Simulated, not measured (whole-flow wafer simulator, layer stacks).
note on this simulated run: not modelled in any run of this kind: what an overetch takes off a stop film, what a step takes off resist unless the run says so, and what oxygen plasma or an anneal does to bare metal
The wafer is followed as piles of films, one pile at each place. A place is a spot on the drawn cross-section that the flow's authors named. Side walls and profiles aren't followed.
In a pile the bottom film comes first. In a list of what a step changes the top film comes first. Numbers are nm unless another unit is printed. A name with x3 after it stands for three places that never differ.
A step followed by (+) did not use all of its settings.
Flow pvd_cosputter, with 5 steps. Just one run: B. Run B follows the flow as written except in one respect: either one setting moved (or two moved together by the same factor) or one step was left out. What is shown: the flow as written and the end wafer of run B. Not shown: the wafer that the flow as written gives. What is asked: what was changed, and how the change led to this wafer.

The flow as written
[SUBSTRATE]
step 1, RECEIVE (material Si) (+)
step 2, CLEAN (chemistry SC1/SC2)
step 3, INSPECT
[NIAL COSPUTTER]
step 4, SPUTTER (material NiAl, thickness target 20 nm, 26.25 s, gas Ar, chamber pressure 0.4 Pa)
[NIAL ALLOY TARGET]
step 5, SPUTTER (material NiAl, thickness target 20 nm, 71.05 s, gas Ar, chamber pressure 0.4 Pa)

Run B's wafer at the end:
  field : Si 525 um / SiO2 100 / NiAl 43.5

The reason: step 5, SPUTTER: thickness target 23.5 nm was run, though the flow has thickness target 20 nm; step 5, SPUTTER: 83.48 s was run, where the flow has 71.05 s.

Step by step, how the change led to this:
  step 5, SPUTTER (material NiAl, thickness target 20 nm, 71.05 s, gas Ar, chamber pressure 0.4 Pa)
      field: NiAl gains 23.5 (it would be, as written: NiAl gains 20)
